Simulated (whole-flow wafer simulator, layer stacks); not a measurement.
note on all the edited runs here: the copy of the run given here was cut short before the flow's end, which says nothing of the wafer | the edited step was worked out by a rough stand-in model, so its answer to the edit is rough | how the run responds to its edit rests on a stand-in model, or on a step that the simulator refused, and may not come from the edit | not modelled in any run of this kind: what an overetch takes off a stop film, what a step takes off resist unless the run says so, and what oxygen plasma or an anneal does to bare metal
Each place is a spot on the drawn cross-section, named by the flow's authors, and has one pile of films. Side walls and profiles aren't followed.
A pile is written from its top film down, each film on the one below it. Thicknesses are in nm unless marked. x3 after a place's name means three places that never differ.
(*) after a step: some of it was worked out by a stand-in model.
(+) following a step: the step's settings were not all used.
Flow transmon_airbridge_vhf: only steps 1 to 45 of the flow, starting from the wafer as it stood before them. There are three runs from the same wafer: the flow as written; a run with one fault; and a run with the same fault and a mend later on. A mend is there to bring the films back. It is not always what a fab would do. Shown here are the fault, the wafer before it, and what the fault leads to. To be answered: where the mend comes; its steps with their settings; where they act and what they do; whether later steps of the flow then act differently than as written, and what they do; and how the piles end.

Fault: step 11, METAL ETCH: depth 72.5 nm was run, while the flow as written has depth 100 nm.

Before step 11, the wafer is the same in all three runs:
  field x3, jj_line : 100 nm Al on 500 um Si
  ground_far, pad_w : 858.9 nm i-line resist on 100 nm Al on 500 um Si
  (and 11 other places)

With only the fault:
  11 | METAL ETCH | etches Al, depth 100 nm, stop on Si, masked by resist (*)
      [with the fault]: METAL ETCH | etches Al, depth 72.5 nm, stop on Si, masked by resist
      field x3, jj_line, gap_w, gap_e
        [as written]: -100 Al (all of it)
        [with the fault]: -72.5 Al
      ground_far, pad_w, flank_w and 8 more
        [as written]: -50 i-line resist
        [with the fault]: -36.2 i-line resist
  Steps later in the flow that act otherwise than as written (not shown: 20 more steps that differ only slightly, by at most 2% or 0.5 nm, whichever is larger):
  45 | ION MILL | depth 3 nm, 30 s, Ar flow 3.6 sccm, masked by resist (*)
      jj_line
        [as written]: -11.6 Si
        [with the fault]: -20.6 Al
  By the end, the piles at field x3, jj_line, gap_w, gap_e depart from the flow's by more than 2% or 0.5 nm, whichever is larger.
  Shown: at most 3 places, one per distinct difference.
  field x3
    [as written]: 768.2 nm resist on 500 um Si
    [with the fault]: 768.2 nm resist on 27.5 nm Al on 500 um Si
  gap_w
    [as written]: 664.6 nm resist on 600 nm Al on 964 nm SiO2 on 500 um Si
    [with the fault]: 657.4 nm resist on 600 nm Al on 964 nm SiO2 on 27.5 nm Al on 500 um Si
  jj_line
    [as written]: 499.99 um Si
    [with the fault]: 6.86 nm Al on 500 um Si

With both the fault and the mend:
  The mend follows step 12.
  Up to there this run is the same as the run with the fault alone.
  12a | COAT | i-line resist, thickness 900 nm (*) (the flow's step 6, run once more)
      field x3, jj_line, trace_open_s x2, margin_s, bridge_strip, margin_n
        +900 i-line resist (new film)
      pad_w, pad_e
        +891.1 i-line resist (new film)
      flank_w, flank_e
        +883 i-line resist (new film)
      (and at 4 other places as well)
  12b | SOFTBAKE | i-line resist, 90 C, 90 s (the flow's step 7, run once more)
      flank_w, flank_e
        -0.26 i-line resist
      gap_w, gap_e
        +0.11 i-line resist
      cpw_trace
        -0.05 i-line resist
  12c | EXPOSE | i-line resist, thickness 900 nm, photomask AB CPW, dose 155.4 mJ/cm2, NA 0.45, wavelength 365 nm (*) (the flow's step 8, run once more)
      alters no film at any place that is followed
  12d | PEB | i-line resist, 110 C, 60 s (the flow's step 9, run once more)
      field x3, jj_line, trace_open_s x2, margin_s, bridge_strip, margin_n
        -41 i-line resist
      pad_w, pad_e
        -40.6 i-line resist
      flank_w, flank_e
        -40.2 i-line resist
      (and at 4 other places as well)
  12e | DEVELOP | i-line resist, thickness 900 nm, developer developer-B, 60 s (the flow's step 10, run once more)
      ground_far, pad_w, pad_e, trace_open_s x2, margin_s, bridge_strip, margin_n
        -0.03 i-line resist
      field x3, jj_line
        -859 i-line resist (all of it)
      gap_w, gap_e
        -896.8 i-line resist (all of it)
  12f | METAL ETCH | etches Al, depth 27.5 nm, stop on Si, masked by resist (*) (the flow's step 11, run once more with other settings)
      ground_far, pad_w, flank_w and 8 more
        -13.8 i-line resist
      field x3, jj_line, gap_w, gap_e
        -27.5 Al (all of it)
  12g | STRIP | i-line resist, 80 C, 600 s (*) (+) (the flow's step 12, run once more)
      trace_open_s x2, margin_s, bridge_strip, margin_n
        -845.2 i-line resist (all of it)
      pad_w, pad_e
        -836.7 i-line resist (all of it)
      flank_w, flank_e
        -828.7 i-line resist (all of it)
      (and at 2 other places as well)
  Every later step of the flow that is run acts as written at every place that is followed.
  At every place that both follow, the piles at the end match the flow's.
